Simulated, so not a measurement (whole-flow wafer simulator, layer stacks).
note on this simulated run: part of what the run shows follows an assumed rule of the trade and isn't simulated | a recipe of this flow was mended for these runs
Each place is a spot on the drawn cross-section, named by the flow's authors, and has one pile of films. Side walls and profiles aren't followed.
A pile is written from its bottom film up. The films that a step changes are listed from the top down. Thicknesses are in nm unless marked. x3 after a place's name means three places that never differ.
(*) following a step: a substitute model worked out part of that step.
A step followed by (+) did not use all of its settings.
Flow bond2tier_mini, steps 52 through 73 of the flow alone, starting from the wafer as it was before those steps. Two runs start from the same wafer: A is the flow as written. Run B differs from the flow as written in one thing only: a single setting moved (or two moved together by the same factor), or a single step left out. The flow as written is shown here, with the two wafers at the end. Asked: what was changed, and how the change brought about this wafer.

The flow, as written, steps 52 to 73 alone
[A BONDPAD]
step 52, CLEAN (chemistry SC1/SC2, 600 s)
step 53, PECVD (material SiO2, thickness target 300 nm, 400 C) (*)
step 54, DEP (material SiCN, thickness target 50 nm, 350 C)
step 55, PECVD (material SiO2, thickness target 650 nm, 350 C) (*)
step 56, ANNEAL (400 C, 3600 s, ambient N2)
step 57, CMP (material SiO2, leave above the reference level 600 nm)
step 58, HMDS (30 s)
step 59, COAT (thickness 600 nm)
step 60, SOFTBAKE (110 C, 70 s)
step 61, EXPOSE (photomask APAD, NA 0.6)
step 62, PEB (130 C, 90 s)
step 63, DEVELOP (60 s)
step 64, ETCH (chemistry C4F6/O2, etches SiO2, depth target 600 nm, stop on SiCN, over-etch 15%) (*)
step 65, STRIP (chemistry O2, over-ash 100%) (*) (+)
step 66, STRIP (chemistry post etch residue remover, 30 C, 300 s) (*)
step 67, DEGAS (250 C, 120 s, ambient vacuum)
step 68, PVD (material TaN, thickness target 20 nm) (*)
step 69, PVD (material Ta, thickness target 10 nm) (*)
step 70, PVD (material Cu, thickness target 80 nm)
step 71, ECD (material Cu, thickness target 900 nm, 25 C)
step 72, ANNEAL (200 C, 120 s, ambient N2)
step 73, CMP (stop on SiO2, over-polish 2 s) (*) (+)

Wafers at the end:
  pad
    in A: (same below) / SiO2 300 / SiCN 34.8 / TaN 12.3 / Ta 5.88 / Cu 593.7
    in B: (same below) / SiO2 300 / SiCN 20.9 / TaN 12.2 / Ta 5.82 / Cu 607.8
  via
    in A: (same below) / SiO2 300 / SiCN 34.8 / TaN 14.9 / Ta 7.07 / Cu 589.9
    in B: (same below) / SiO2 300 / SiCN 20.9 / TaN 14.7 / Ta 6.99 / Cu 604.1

Cause: step 64, ETCH: depth target 672 nm was run, whereas the flow has depth target 600 nm.

The path from the change to this, step by step:
  step 64, ETCH (chemistry C4F6/O2, etches SiO2, depth target 600 nm, stop on SiCN, over-etch 15%) (*)
      pad, via: A SiO2 loses 600 (all of it), SiCN loses 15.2 | B SiO2 loses 600 (all of it), SiCN loses 29.1
      field: A thick-KrF-resist loses 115 | B thick-KrF-resist loses 128.8
  step 65, STRIP (chemistry O2, over-ash 100%) (*) (+)
      field: A thick-KrF-resist loses 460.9 (all of it) | B thick-KrF-resist loses 447.1 (all of it)
